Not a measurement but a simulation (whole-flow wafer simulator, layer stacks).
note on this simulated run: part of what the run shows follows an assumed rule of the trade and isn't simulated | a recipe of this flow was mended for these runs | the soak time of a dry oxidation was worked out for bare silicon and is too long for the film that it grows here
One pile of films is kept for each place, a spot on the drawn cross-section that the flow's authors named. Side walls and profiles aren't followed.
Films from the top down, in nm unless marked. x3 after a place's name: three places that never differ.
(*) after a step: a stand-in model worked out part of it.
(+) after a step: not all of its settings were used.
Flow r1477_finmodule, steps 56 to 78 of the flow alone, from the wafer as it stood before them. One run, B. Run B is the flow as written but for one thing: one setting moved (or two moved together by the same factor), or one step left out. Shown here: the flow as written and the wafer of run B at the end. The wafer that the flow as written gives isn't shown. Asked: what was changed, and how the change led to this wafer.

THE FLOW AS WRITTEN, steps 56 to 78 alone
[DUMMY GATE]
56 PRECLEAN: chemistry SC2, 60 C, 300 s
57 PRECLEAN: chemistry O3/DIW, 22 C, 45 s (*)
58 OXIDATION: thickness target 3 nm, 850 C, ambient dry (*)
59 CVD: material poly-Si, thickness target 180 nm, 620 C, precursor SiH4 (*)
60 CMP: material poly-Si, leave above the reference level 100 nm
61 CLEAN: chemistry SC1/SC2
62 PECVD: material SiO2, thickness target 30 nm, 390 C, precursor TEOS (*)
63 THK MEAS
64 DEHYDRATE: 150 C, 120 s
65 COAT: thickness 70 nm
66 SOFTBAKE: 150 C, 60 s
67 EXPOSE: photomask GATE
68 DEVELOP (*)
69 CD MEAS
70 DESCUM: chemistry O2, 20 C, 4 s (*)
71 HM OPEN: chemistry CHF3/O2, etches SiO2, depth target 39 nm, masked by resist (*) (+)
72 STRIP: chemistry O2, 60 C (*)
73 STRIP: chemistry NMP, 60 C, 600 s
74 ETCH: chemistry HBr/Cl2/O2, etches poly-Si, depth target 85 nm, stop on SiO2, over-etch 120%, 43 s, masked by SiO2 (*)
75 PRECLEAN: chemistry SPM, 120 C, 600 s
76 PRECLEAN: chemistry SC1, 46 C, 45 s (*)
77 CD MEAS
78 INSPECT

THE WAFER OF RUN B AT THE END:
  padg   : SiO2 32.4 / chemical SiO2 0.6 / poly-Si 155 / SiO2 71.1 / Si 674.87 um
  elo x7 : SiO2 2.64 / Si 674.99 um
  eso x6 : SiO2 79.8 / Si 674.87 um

The cause: step 62, PECVD: thickness target 39.9 nm was run, where the flow has thickness target 30 nm.

How the change led to this, step by step:
  62 PECVD: material SiO2, thickness target 30 nm, 390 C, precursor TEOS (*)
      pad, padg, elg x7 and 27 more: SiO2 +39.9 (new film) (as written it would be: SiO2 +30 (new film))
  71 HM OPEN: chemistry CHF3/O2, etches SiO2, depth target 39 nm, masked by resist (*) (+)
      pad, elo x7, eso x6, e200so, s40co x3: SiO2 -39 (as written it would be: SiO2 -30 (all of it), chemical SiO2 -0.6 (all of it), poly-Si -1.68)
  72 STRIP: chemistry O2, 60 C (*)
      pad, elo x7, eso x6, e200so, s40co x3: nothing (as written it would be: chemical SiO2 +1.12 (new film), poly-Si -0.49)
  74 ETCH: chemistry HBr/Cl2/O2, etches poly-Si, depth target 85 nm, stop on SiO2, over-etch 120%, 43 s, masked by SiO2 (*)
      eso x6, e200so, s40co x3: SiO2 -0.9 (all of it), chemical SiO2 -0.6 (all of it), poly-Si -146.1 (all of it), SiO2 -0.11 (as written it would be: chemical SiO2 -1.12 (all of it), poly-Si -143.9 (all of it), SiO2 -0.22)
      elo x7: SiO2 -0.9 (all of it), chemical SiO2 -0.6 (all of it), poly-Si -99.7 (all of it), SiO2 -0.35 (as written it would be: chemical SiO2 -1.12 (all of it), poly-Si -97.6 (all of it), SiO2 -0.45)
      (and at 1 more place)
